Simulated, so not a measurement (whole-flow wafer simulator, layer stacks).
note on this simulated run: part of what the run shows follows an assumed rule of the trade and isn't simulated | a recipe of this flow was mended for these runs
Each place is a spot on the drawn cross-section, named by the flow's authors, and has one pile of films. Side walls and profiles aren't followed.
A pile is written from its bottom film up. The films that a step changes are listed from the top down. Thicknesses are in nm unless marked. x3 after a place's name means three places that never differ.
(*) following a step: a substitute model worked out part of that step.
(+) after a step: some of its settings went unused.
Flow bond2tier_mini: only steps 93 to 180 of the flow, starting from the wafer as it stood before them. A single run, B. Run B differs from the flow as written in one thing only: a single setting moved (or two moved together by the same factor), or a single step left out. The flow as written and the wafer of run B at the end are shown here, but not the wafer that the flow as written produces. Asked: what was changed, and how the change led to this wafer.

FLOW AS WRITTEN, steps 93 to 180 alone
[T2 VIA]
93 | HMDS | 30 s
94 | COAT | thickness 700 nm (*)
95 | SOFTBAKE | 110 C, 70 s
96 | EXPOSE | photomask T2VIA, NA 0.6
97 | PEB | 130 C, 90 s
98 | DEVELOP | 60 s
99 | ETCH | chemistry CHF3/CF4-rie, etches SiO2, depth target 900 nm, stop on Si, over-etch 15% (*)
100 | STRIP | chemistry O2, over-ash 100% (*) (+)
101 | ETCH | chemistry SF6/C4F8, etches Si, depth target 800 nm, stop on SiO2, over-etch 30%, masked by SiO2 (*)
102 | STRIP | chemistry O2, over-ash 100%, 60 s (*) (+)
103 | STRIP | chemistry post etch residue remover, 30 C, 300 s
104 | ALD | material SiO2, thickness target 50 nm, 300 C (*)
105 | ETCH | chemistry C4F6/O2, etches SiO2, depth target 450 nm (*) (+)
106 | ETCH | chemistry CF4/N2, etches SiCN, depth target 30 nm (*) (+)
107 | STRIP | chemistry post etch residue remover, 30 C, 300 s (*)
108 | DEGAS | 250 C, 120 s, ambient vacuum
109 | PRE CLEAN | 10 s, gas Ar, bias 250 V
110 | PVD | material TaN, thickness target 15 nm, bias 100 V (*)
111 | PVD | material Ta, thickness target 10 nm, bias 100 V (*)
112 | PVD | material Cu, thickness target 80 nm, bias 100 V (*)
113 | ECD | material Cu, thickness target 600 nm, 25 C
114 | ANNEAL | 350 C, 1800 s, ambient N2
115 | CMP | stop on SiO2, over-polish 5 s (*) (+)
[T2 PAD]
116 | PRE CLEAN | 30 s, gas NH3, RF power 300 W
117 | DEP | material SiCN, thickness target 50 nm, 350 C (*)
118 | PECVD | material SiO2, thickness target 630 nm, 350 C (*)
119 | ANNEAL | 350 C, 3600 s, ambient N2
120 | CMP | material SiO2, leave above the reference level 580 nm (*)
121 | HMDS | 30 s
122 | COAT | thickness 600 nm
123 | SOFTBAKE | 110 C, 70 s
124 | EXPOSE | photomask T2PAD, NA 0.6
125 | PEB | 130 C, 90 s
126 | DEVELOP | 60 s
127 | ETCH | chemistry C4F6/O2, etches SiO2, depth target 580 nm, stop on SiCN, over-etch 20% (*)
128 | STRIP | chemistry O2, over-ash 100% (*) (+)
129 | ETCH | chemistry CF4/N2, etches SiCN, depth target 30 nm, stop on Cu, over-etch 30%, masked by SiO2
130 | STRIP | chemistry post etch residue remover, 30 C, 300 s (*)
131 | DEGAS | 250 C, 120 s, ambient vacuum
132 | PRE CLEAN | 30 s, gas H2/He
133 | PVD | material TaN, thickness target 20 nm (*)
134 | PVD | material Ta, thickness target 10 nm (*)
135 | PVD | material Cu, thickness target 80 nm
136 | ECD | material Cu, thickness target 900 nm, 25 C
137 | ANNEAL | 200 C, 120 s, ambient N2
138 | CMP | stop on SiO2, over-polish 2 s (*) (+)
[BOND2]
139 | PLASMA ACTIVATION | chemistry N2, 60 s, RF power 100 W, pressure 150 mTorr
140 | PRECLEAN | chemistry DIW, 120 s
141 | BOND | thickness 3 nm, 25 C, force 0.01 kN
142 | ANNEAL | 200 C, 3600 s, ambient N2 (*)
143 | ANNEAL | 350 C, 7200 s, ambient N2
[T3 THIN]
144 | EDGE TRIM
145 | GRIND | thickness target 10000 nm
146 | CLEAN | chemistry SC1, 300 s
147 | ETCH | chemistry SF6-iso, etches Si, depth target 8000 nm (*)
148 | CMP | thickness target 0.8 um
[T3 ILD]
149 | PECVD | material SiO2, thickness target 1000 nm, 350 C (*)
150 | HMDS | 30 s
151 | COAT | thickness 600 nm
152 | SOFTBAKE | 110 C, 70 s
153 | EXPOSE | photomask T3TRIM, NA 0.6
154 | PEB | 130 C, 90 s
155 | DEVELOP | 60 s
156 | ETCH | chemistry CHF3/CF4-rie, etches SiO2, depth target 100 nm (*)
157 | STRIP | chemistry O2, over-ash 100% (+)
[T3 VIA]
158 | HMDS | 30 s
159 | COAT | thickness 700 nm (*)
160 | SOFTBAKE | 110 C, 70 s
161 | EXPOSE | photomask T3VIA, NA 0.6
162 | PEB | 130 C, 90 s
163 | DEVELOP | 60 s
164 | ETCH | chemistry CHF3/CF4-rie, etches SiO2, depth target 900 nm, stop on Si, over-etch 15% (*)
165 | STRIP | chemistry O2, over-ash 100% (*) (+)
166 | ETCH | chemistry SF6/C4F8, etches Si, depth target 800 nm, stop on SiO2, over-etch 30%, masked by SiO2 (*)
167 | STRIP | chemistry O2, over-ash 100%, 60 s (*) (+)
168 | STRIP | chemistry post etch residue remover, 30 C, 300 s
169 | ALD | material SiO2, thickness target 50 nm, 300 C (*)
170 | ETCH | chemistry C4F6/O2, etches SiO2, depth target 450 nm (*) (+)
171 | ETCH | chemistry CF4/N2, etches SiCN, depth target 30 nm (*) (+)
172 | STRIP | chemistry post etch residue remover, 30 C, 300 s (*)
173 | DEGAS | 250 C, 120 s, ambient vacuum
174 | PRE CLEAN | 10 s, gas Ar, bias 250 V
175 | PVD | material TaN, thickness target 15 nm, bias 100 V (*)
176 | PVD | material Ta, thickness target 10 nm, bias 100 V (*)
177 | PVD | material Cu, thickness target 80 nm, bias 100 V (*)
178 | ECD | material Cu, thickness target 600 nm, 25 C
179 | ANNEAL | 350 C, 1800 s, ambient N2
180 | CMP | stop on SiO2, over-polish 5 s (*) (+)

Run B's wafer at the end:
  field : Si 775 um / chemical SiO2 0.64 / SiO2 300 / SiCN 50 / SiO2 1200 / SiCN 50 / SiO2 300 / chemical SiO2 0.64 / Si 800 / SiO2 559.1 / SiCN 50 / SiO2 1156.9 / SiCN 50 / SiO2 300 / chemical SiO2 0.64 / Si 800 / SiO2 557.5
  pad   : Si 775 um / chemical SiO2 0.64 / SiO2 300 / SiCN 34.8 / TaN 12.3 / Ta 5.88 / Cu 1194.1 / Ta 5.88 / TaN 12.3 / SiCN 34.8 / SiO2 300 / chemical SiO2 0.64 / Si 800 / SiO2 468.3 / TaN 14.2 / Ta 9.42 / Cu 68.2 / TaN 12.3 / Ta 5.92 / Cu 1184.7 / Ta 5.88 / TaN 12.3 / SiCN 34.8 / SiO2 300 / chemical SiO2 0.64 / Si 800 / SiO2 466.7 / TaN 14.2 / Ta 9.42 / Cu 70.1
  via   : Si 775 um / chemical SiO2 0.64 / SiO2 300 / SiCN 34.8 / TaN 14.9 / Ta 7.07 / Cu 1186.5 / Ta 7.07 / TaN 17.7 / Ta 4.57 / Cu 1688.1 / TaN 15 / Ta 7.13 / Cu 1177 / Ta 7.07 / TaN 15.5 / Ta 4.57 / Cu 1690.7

Cause: step 109, PRE CLEAN: bias 100 V was run, while the flow as written has bias 250 V.

Step by step, how the change led to this:
  109 | PRE CLEAN | 10 s, gas Ar, bias 250 V
      field, pad: SiO2 loses 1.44 (as written it would have been: SiO2 loses 3)
      via: TaN loses 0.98 (as written it would have been: TaN loses 3.19)
